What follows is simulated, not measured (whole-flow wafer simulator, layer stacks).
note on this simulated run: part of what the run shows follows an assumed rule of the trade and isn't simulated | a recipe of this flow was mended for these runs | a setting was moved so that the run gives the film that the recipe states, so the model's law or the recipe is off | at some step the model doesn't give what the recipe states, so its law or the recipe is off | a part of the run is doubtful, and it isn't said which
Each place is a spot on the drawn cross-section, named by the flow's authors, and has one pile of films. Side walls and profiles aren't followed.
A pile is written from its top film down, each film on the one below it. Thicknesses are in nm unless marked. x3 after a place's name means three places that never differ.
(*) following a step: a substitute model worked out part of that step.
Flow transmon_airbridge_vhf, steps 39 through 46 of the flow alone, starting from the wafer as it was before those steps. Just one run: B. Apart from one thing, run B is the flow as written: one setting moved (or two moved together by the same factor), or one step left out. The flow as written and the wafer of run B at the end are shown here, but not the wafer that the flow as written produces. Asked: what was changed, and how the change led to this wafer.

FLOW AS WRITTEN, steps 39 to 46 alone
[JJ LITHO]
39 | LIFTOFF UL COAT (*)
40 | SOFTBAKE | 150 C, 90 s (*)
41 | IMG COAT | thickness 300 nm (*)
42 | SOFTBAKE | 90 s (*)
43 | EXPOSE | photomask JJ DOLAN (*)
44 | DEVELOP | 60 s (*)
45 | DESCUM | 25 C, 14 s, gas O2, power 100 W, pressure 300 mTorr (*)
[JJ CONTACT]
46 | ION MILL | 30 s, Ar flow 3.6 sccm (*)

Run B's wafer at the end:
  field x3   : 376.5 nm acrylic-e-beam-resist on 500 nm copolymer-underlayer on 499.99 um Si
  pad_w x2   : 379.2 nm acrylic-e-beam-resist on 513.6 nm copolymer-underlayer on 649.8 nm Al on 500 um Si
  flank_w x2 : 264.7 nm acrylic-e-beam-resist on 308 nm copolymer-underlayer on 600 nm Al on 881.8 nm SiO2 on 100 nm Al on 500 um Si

The reason: step 41, IMG COAT: thickness 408 nm was run, though the flow has thickness 300 nm.

The path from the change to this, step by step:
  41 | IMG COAT | thickness 300 nm (*)
      field x3, jj_line, ground_far x3: +408 acrylic-e-beam-resist (new film) (in the flow as written it would be: +300 acrylic-e-beam-resist (new film))
      pad_w x2: +410.8 acrylic-e-beam-resist (new film) (in the flow as written it would be: +300.2 acrylic-e-beam-resist (new film))
      (and at 8 other places as well)
  44 | DEVELOP | 60 s (*)
      jj_line: -408 acrylic-e-beam-resist (all of it), -500 copolymer-underlayer (all of it) (in the flow as written it would be: -300 acrylic-e-beam-resist (all of it), -500 copolymer-underlayer (all of it))
